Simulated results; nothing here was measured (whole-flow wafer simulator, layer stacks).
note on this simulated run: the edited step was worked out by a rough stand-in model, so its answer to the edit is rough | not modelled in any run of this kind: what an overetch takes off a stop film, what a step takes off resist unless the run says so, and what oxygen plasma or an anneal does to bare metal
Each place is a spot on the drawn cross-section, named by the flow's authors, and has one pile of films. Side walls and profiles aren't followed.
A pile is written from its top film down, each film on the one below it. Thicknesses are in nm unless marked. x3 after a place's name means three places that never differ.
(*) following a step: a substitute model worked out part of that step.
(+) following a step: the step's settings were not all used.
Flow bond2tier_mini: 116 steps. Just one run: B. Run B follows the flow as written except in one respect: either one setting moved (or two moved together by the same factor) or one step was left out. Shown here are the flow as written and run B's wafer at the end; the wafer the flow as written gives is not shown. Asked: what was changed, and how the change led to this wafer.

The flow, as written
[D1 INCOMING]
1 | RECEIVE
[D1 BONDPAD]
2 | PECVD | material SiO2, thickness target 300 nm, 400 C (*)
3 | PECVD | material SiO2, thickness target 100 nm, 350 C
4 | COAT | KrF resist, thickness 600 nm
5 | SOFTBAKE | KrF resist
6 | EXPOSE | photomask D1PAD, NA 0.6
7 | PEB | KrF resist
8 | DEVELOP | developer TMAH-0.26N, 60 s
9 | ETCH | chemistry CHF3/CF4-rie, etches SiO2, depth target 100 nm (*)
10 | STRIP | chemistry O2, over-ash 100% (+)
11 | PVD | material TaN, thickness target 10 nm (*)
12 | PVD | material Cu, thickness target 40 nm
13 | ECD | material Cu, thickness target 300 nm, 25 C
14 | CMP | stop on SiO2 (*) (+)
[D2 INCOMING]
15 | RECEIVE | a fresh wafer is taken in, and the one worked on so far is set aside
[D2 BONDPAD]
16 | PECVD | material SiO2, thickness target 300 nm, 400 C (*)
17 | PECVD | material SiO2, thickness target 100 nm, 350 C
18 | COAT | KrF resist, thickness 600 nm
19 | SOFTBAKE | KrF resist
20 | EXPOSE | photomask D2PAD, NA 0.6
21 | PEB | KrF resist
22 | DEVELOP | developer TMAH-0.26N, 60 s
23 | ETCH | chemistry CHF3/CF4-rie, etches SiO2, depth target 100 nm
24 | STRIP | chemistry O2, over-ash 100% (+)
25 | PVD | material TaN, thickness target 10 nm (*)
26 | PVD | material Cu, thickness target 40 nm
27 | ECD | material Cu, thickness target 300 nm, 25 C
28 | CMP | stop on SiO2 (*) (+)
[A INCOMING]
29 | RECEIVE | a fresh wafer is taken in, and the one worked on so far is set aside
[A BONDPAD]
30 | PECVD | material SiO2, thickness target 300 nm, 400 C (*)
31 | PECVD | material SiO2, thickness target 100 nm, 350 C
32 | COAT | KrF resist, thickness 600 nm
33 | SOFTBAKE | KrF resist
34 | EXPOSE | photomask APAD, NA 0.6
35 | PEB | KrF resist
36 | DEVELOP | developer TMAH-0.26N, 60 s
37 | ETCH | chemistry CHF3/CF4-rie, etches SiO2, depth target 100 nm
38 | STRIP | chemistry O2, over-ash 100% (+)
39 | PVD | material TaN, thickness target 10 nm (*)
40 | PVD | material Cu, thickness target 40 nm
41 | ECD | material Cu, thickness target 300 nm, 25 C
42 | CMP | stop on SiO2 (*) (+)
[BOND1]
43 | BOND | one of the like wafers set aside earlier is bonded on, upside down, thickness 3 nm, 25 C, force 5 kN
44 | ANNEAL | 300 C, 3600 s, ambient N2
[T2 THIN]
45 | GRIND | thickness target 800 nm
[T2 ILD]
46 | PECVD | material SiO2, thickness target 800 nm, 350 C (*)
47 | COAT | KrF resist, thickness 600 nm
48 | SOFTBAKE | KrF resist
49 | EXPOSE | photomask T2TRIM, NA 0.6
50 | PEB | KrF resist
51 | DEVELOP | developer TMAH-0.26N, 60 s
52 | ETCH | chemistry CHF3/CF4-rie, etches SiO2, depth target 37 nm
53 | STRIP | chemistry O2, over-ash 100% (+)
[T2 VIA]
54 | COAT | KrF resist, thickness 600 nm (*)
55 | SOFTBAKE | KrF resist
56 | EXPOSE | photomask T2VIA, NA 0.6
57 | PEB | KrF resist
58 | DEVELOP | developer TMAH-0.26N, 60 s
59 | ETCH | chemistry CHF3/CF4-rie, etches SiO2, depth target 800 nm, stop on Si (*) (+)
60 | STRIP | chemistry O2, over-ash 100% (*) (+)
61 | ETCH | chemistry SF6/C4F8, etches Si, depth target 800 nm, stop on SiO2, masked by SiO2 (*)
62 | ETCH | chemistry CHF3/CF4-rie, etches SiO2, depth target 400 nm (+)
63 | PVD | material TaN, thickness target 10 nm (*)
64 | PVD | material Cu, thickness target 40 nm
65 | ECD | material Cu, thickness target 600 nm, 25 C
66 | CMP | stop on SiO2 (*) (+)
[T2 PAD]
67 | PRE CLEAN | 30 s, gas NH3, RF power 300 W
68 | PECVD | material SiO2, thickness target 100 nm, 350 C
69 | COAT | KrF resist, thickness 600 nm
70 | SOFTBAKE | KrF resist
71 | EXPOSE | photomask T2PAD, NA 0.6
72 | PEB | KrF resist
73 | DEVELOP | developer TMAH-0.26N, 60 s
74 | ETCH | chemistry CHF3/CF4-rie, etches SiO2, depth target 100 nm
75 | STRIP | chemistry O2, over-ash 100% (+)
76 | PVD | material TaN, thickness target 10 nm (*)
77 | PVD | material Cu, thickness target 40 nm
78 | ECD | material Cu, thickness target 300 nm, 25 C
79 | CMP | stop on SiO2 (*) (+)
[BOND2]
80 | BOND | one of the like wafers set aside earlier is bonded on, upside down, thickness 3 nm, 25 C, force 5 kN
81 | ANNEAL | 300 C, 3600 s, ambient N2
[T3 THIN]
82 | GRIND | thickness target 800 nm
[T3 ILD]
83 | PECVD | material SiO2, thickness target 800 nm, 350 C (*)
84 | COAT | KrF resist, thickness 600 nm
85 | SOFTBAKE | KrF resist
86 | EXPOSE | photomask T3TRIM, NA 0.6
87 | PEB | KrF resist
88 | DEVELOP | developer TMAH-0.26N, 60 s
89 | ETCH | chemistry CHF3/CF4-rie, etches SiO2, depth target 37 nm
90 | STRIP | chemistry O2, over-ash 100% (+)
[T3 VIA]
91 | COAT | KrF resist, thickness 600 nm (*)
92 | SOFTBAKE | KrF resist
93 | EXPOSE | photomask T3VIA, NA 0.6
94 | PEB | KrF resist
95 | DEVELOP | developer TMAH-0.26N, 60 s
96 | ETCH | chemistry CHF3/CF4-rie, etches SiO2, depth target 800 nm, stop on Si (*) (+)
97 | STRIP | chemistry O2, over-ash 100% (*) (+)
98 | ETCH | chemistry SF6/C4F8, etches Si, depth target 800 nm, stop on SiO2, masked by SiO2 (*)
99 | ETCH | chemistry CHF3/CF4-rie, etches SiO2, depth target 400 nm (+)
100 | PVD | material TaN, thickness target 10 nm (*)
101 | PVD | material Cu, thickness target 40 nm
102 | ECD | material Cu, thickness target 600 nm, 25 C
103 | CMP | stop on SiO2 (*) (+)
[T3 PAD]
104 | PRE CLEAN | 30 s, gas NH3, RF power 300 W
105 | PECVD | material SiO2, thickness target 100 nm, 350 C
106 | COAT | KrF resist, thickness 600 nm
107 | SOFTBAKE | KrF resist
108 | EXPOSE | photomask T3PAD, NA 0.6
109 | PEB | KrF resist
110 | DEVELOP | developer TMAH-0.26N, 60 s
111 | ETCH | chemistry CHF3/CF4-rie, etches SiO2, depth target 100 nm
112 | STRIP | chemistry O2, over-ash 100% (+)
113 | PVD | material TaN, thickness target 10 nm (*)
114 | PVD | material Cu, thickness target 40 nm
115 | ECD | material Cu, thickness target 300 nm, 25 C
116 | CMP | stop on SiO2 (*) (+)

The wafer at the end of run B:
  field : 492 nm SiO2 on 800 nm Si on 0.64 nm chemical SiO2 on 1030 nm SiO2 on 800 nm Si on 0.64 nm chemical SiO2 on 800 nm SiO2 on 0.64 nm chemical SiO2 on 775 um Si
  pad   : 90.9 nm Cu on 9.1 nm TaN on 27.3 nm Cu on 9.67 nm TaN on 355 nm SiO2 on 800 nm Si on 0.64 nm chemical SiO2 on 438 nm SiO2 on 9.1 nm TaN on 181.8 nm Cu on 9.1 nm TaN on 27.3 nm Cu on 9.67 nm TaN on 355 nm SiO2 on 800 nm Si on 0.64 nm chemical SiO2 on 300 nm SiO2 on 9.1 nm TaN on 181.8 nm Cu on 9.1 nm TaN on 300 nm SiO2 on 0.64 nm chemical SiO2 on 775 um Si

Cause: step 16, PECVD: thickness target 438 nm was run, though the flow has thickness target 300 nm.
The wafer itself shows it: pad has SiO2 438, and step 16 as written asks for 300 nm.

How this came from the change, step by step:
  16 | PECVD | material SiO2, thickness target 300 nm, 400 C (*)
      field, pad, via: SiO2 gains 438 (new film) (as written it would have been: SiO2 gains 300 (new film))
  80 | BOND | one of the like wafers set aside earlier is bonded on, upside down, thickness 3 nm, 25 C, force 5 kN
      field: Si gains 775 um (new film), chemical SiO2 gains 0.64 (new film), SiO2 gains 538 (as written it would have been: Si gains 775 um (new film), chemical SiO2 gains 0.64 (new film), SiO2 gains 400)
      pad: Si gains 775 um (new film), chemical SiO2 gains 0.64 (new film), SiO2 gains 438 (new film), TaN gains 9.1 (new film), Cu gains 90.9 (as written it would have been: Si gains 775 um (new film), chemical SiO2 gains 0.64 (new film), SiO2 gains 300 (new film), TaN gains 9.1 (new film), Cu gains 90.9)
